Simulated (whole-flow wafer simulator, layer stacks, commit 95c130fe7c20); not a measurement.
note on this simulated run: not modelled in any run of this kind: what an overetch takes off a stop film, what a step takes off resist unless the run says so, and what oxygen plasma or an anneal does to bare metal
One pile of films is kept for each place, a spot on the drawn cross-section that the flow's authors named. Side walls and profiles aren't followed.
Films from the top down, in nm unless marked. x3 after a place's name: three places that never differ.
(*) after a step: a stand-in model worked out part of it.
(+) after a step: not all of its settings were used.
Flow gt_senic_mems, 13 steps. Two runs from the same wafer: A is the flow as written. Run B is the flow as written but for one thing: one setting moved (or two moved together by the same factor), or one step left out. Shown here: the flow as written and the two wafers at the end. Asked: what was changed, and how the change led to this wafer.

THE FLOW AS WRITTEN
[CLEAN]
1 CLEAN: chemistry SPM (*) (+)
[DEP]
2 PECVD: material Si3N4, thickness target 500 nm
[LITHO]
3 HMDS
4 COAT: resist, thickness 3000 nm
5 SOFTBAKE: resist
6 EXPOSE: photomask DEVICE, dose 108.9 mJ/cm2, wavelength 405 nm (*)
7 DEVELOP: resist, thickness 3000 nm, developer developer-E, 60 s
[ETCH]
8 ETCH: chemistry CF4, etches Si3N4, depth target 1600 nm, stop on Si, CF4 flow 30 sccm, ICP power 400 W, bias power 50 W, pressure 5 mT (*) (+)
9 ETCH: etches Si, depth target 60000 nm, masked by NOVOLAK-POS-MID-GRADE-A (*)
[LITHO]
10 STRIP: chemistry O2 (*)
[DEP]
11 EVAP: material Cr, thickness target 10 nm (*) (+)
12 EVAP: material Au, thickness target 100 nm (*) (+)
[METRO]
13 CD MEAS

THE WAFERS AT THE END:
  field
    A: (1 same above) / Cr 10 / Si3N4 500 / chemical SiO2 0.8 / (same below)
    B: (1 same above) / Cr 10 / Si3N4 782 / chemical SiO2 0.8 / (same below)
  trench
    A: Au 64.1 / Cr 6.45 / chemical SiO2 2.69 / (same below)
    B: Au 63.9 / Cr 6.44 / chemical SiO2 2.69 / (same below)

The cause: step 2, PECVD: thickness target 782 nm was run, where the flow has thickness target 500 nm.
It can be read off the wafer: field has Si3N4 782, and step 2 as written asks for 500 nm.

How the change led to this, step by step:
  2 PECVD: material Si3N4, thickness target 500 nm
      field, trench: A Si3N4 +500 (new film) | B Si3N4 +782 (new film)
  8 ETCH: chemistry CF4, etches Si3N4, depth target 1600 nm, stop on Si, CF4 flow 30 sccm, ICP power 400 W, bias power 50 W, pressure 5 mT (*) (+)
      field: A resist -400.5 | B resist -588.5
      trench: A Si3N4 -500 (all of it), chemical SiO2 -0.8 (all of it) | B Si3N4 -782 (all of it), chemical SiO2 -0.8 (all of it)
  10 STRIP: chemistry O2 (*)
      field: A resist -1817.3 (all of it) | B resist -1629.3 (all of it)
